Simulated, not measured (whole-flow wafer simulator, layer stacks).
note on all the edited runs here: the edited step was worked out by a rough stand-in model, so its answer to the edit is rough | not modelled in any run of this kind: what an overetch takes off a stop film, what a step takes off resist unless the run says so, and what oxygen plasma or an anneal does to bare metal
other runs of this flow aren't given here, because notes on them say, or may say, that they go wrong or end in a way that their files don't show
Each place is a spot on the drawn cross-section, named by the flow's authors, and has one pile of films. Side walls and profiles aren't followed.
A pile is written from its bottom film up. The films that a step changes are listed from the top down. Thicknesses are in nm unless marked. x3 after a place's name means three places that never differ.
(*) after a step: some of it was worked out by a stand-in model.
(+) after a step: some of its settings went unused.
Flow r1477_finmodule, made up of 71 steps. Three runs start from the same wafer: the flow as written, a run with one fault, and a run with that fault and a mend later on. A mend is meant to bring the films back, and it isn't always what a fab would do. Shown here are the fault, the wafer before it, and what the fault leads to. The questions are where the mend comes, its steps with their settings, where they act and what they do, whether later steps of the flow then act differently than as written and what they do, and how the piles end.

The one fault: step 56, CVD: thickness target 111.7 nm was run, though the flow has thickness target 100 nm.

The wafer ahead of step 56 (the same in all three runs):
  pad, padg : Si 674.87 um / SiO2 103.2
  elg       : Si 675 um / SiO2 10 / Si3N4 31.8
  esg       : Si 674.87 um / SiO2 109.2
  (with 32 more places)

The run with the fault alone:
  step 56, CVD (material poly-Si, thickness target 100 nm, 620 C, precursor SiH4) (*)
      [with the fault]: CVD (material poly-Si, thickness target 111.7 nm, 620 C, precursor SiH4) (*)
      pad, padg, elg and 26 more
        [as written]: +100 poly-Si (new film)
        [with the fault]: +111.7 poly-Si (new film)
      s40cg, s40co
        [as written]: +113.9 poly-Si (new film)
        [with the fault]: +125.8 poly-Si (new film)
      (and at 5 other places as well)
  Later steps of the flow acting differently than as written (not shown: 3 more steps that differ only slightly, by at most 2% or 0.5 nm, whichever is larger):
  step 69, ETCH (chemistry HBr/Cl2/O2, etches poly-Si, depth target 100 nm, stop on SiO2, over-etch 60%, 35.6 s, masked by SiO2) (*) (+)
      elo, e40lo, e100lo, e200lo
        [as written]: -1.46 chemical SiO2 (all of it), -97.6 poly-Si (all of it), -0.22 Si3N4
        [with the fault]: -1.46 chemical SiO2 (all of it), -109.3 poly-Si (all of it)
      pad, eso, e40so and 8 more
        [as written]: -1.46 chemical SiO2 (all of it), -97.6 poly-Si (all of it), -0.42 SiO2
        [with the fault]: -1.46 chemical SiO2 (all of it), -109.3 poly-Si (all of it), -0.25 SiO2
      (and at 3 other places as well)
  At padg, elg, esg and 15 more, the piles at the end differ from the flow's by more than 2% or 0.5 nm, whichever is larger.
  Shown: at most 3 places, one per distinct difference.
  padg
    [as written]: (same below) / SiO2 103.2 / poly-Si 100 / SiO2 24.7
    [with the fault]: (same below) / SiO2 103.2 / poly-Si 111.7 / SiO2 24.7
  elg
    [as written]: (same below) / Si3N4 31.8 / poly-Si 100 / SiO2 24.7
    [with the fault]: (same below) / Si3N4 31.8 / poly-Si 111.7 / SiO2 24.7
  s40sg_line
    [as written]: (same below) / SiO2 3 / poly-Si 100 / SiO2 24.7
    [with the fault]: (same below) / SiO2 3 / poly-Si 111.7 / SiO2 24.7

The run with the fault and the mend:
  The mend stands after step 56.
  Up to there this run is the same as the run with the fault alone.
  step 56a, ETCH (chemistry tmah, depth target 199.6 nm)
      pad, padg, elg and 26 more
        -111.7 poly-Si (all of it)
      s40cg, s40co
        -125.8 poly-Si (all of it)
      s45cg, s45co
        -125.4 poly-Si (all of it)
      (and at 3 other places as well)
  step 56b, CLEAN (chemistry SC1, 46 C, 45 s) (*) (the flow's step 48, run once more)
      s40sg_line, s45sg_line, s50sg_line, s40so_line, s45so_line, s50so_line
        -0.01 SiO2
  step 56c, CVD (material poly-Si, thickness target 100 nm, 620 C, precursor SiH4) (*) (the flow's step 56, run once more)
      pad, padg, elg and 26 more
        +100 poly-Si (new film)
      s40cg, s40co
        +113.9 poly-Si (new film)
      s45cg, s45co
        +113.4 poly-Si (new film)
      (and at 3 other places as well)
  Every later step of the flow that is run acts as written, at every place that is followed, to within 2% or 0.5 nm, whichever is larger.
  When the end is reached, the piles differ only a little from the flow's at the places that both follow, at most by 2% or 0.5 nm, whichever is larger.
